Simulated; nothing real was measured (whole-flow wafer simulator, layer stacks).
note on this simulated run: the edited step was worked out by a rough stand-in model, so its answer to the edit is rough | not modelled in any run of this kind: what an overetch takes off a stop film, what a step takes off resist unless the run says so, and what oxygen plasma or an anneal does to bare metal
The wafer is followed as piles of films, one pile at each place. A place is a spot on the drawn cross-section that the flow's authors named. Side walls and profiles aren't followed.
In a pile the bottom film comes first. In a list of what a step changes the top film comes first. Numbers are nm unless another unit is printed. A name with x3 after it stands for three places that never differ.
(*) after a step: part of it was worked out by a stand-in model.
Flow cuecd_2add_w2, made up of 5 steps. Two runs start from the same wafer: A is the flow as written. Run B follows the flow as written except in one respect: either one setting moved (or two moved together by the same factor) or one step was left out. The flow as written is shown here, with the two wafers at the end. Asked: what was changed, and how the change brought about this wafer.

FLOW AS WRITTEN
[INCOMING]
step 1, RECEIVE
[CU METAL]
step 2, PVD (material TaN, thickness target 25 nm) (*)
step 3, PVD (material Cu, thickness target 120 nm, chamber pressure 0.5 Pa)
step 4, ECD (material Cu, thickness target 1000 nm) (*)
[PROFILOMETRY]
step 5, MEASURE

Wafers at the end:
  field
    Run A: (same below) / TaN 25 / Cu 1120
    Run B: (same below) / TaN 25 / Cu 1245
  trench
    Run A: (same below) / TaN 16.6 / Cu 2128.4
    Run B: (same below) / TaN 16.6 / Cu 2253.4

The reason: step 4, ECD: thickness target 1125 nm was run, whereas the flow has thickness target 1000 nm.

The path from the change to this, step by step:
  step 4, ECD (material Cu, thickness target 1000 nm) (*)
      field: A +1000 Cu | B +1125 Cu
      trench: A +2047.6 Cu | B +2172.6 Cu
